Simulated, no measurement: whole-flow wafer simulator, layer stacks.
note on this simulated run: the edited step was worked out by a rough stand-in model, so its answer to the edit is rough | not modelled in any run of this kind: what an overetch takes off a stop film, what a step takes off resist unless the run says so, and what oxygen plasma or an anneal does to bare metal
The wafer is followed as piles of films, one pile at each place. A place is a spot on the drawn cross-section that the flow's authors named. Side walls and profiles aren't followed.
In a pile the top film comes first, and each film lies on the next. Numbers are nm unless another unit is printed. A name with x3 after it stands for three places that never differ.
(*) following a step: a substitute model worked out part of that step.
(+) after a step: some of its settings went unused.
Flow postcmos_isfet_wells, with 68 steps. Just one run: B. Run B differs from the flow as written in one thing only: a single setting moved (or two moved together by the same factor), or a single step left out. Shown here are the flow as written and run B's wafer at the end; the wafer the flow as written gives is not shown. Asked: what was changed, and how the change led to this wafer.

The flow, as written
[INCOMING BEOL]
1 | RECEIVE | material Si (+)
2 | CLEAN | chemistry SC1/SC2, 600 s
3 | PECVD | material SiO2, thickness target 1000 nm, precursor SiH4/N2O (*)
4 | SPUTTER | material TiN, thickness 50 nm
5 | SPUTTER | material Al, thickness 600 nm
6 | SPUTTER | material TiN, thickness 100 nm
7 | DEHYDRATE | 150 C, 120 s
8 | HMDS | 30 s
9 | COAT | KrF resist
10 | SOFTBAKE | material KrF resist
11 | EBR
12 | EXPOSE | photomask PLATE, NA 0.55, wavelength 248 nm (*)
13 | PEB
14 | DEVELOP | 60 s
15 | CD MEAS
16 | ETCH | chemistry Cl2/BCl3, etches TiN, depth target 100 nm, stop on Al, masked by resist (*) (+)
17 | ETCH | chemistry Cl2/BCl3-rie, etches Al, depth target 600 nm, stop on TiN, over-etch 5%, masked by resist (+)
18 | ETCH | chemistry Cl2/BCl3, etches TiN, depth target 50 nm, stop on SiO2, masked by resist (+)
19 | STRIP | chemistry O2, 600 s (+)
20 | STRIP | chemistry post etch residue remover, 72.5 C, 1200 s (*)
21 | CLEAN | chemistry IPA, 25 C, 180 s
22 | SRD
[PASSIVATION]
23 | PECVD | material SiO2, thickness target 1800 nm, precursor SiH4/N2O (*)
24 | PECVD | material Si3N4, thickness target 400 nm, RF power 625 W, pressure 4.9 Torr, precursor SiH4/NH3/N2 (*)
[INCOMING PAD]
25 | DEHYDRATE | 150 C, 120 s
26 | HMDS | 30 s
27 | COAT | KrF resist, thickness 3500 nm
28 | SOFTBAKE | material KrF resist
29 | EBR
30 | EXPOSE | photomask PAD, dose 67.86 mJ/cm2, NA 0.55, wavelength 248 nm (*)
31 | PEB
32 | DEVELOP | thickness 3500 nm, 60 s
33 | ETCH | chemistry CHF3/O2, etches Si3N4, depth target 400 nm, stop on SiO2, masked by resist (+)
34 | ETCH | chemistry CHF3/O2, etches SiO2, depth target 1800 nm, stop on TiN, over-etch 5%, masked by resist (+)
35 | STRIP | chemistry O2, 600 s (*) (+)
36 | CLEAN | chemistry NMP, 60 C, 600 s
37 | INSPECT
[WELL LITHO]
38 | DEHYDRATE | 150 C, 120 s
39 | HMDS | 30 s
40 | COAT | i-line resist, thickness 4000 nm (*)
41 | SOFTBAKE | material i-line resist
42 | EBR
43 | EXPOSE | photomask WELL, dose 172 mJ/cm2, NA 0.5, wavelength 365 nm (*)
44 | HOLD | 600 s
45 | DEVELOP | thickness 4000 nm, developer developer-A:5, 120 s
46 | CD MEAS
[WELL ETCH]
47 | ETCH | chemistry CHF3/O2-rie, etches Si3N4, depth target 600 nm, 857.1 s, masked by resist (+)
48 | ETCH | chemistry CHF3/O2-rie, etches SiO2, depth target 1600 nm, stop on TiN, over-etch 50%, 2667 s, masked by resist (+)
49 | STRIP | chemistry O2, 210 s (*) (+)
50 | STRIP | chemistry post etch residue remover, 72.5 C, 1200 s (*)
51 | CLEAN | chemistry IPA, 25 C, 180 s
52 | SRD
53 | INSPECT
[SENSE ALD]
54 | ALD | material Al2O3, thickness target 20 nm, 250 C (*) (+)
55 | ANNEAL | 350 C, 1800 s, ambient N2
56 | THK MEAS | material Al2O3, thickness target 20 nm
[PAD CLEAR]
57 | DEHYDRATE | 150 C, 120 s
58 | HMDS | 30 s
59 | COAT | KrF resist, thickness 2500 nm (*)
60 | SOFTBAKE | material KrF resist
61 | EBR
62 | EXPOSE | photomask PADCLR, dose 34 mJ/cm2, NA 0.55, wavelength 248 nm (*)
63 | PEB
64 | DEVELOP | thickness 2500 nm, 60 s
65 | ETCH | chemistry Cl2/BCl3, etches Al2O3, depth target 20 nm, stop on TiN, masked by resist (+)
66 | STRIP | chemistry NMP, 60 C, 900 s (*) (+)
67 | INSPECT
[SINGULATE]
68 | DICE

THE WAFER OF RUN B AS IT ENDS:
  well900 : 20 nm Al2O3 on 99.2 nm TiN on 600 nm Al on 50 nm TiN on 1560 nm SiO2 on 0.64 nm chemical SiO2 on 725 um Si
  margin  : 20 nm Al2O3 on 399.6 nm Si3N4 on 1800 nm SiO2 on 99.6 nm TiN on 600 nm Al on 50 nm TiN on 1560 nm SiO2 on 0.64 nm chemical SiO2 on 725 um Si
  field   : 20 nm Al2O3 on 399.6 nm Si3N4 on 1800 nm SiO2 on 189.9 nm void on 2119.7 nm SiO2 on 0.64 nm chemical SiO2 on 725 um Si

What caused this: step 3, PECVD: thickness target 1560 nm was run, whereas the flow has thickness target 1000 nm.
One can read it off the wafer: well900 has SiO2 1560, and step 3 as written asks for 1000 nm.

The path from the change to this, step by step:
  3 | PECVD | material SiO2, thickness target 1000 nm, precursor SiH4/N2O (*)
      field, margin, well900, well1300 x3, pad_rim, pad_clr, pad_open: +1560 SiO2 (new film) (as written it would have been: +1000 SiO2 (new film))
